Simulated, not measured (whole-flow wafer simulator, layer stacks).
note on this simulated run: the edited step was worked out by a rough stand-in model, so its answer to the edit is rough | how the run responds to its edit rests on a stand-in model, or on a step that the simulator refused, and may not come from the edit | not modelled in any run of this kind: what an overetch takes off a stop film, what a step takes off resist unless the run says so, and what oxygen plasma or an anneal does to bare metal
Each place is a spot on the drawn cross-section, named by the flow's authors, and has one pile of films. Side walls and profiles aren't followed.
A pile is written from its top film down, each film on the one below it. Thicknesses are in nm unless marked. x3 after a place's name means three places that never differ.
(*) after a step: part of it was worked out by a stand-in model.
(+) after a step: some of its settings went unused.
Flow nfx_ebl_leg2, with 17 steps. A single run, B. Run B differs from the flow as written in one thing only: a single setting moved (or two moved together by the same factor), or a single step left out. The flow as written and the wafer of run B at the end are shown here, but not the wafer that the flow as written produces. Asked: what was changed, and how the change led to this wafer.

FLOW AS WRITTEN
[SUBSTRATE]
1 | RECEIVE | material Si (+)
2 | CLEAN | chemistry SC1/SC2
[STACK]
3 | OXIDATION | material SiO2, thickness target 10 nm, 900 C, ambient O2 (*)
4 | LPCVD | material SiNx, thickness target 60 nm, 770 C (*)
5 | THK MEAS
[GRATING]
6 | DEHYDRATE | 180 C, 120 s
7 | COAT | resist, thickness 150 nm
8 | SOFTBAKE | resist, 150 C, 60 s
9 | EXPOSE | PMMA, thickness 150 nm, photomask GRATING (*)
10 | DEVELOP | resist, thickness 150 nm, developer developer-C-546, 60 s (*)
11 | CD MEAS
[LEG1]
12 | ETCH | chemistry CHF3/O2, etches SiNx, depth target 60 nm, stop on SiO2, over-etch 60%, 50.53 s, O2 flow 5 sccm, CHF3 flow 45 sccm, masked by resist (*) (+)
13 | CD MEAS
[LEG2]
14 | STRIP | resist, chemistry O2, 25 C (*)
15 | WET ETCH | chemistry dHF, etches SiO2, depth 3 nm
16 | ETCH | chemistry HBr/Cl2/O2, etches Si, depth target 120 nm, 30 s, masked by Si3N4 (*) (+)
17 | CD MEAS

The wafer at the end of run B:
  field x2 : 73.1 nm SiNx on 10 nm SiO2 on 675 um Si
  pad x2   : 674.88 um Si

What caused this: step 4, LPCVD: thickness target 79.9 nm was run, though the flow has thickness target 60 nm.

How this came from the change, step by step:
  4 | LPCVD | material SiNx, thickness target 60 nm, 770 C (*)
      field x2, pad x2: +79.9 SiNx (new film) (in the flow as written it would be: +60 SiNx (new film))
  12 | ETCH | chemistry CHF3/O2, etches SiNx, depth target 60 nm, stop on SiO2, over-etch 60%, 50.53 s, O2 flow 5 sccm, CHF3 flow 45 sccm, masked by resist (*) (+)
      pad x2: -79.9 SiNx (all of it), -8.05 SiO2 (in the flow as written it would be: -60 SiNx (all of it), -10 SiO2 (all of it))
  14 | STRIP | resist, chemistry O2, 25 C (*)
      pad x2: nothing (in the flow as written it would be: +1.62 chemical SiO2 (new film), -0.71 Si)
  15 | WET ETCH | chemistry dHF, etches SiO2, depth 3 nm
      pad x2: -1.95 SiO2 (all of it) (in the flow as written it would be: -1.62 chemical SiO2 (all of it))
